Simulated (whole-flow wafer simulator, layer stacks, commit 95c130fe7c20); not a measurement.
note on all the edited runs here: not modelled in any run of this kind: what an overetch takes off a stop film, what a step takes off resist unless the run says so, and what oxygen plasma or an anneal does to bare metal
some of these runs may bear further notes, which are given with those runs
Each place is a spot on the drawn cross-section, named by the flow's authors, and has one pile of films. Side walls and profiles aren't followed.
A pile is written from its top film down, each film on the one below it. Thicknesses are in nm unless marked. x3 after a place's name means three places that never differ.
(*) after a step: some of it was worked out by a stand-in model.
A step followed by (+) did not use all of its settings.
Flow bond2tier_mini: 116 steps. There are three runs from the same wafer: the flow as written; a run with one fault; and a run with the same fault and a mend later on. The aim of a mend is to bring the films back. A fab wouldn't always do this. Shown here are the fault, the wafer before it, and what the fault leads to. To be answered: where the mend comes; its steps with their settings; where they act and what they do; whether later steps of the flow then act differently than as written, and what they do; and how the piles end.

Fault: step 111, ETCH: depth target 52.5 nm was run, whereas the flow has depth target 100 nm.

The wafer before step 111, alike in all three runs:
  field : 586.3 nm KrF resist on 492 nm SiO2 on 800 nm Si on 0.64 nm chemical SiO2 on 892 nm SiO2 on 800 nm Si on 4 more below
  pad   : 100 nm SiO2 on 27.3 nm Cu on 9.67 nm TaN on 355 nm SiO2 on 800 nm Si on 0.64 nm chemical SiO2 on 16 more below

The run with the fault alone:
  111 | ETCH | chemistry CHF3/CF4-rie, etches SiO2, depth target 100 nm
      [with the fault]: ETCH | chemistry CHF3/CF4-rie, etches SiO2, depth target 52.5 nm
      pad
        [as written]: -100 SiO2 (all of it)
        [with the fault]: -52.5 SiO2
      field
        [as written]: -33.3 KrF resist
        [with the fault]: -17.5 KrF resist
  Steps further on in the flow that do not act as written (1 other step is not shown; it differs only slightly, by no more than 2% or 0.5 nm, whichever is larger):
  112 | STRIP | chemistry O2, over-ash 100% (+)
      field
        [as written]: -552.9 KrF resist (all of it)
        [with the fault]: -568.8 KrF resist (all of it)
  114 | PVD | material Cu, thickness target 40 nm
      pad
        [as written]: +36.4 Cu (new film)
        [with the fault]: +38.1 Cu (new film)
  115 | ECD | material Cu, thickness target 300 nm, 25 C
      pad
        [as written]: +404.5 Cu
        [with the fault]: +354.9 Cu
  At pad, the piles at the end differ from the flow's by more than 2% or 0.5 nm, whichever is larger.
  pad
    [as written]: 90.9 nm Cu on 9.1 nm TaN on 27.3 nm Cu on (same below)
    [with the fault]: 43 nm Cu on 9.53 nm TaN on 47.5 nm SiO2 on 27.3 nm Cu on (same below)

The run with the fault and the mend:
  After step 112 comes the mend.
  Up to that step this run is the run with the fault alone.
  112a | COAT | KrF resist, thickness 600 nm (*) (the flow's step 106 again)
      field
        +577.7 KrF resist (new film)
      pad
        +623.2 KrF resist (new film)
  112b | SOFTBAKE | KrF resist (the flow's step 107 again)
      alters no film at any place that is followed
  112c | EXPOSE | photomask T3PAD, NA 0.6 (the flow's step 108 again)
      alters no film at any place that is followed
  112d | PEB | KrF resist (the flow's step 109 again)
      alters no film at any place that is followed
  112e | DEVELOP | developer TMAH-0.26N, 60 s (the flow's step 110 again)
      field
        -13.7 KrF resist
      pad
        -623.2 KrF resist (all of it)
  112f | ETCH | chemistry CHF3/CF4-rie, etches SiO2, depth target 47.5 nm (the flow's step 111 again, with other settings)
      field
        -15.8 KrF resist
      pad
        -47.5 SiO2 (all of it)
  112g | STRIP | chemistry O2, over-ash 100% (+) (the flow's step 112 again)
      field
        -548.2 KrF resist (all of it)
  Every later step of the flow that is run acts as written at every place that is followed.
  At every place that both follow, the piles at the end match the flow's.
